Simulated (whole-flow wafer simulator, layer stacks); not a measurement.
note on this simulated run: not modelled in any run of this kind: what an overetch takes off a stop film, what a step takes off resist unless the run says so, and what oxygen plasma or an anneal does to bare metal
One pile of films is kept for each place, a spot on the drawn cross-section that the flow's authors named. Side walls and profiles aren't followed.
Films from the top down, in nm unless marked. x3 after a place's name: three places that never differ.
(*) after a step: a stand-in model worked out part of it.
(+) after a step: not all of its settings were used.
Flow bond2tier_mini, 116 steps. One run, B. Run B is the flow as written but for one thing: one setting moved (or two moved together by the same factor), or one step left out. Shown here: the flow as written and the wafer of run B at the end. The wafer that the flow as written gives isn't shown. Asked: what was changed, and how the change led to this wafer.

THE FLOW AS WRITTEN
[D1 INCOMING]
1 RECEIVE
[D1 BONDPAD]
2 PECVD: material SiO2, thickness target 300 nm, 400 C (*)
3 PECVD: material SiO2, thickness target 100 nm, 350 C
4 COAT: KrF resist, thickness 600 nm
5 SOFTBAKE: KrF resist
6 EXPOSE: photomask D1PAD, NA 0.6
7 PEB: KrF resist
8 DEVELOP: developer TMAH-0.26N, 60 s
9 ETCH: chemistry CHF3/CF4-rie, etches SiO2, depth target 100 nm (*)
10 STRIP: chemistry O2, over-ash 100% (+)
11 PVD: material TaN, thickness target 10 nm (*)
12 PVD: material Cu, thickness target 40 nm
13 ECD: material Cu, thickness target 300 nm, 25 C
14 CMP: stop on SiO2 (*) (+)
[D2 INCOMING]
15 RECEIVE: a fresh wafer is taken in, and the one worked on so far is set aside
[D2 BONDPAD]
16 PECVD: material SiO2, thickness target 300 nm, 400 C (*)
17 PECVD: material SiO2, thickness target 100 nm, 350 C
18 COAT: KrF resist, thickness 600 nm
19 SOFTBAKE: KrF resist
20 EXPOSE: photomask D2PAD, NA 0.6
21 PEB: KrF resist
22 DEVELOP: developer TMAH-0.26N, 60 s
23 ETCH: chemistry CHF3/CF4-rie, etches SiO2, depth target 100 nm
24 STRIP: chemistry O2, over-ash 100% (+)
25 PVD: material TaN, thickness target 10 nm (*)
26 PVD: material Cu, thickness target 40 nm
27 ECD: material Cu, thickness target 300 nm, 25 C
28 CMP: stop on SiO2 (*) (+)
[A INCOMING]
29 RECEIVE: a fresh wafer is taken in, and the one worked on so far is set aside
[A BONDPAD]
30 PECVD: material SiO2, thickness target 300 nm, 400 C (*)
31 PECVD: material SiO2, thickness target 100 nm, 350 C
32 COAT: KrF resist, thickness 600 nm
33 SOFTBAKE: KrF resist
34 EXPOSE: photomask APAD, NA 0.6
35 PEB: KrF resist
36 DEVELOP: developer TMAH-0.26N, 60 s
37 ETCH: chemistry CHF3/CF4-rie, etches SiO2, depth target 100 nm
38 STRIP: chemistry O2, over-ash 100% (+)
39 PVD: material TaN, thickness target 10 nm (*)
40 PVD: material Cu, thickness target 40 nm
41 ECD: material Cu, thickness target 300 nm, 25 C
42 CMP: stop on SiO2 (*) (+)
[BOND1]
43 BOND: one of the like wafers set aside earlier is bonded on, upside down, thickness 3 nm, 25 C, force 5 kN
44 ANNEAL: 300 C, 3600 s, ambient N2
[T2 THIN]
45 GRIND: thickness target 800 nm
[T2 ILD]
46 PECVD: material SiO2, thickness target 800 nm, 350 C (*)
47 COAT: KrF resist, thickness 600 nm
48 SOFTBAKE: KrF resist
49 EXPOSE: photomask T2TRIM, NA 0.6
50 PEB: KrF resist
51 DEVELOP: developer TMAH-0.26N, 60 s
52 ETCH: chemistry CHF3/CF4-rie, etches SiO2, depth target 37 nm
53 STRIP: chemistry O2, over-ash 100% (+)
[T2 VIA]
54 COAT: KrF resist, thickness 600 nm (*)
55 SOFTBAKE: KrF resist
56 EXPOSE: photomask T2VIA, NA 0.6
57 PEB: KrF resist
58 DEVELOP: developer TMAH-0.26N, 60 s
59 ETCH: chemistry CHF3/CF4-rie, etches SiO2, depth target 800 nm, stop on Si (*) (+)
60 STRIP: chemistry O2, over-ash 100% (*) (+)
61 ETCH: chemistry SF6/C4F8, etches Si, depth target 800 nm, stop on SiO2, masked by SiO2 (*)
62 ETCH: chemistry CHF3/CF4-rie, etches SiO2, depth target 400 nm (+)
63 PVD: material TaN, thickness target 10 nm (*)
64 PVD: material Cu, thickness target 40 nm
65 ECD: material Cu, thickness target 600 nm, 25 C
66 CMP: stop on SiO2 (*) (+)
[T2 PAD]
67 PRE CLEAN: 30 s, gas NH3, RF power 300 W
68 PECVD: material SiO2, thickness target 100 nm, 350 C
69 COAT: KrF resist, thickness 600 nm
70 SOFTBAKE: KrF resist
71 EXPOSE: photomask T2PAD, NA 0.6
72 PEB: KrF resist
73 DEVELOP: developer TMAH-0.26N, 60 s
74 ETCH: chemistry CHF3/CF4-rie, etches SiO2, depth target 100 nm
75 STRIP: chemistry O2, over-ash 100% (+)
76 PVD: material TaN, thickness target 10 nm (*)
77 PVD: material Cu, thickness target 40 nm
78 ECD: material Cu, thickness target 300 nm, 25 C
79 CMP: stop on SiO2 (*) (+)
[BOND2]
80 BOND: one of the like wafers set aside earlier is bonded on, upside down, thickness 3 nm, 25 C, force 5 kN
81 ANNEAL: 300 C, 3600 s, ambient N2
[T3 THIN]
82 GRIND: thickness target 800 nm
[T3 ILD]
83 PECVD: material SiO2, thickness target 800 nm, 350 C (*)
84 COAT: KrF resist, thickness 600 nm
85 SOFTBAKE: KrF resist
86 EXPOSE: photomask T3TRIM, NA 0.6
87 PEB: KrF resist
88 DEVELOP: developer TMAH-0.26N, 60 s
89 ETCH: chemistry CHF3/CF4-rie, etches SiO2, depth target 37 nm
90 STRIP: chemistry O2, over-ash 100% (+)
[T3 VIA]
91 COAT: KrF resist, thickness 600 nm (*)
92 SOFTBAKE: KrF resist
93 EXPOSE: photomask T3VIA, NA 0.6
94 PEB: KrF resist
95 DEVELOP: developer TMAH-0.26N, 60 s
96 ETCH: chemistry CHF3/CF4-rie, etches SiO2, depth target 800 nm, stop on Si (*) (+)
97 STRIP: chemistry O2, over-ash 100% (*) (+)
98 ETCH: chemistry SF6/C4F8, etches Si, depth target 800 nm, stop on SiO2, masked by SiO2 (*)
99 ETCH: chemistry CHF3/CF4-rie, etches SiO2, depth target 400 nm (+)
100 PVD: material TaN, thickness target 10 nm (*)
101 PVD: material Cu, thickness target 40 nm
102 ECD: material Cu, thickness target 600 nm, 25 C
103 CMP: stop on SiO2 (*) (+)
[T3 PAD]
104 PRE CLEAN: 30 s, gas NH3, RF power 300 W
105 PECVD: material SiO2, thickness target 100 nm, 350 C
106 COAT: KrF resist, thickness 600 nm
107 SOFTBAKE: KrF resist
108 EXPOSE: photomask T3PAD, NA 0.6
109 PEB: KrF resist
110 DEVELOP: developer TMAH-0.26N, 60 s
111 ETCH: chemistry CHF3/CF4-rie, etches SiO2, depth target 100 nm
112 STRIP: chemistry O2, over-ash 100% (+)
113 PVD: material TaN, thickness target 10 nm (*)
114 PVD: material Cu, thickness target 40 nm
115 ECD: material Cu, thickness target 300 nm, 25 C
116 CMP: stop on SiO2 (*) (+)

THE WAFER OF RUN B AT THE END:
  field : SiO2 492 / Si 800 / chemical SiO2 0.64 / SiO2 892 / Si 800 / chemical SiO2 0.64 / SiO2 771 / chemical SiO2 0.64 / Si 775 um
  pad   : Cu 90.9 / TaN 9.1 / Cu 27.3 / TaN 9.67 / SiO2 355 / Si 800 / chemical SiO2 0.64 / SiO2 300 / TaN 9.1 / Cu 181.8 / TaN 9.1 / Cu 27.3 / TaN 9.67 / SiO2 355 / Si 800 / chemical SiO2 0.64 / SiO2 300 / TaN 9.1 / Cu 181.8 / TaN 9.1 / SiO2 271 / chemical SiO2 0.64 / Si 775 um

The cause: step 31, PECVD: thickness target 71 nm was run, where the flow has thickness target 100 nm.

How the change led to this, step by step:
  31 PECVD: material SiO2, thickness target 100 nm, 350 C
      field, pad, via: SiO2 +71 (as written it would be: SiO2 +100)
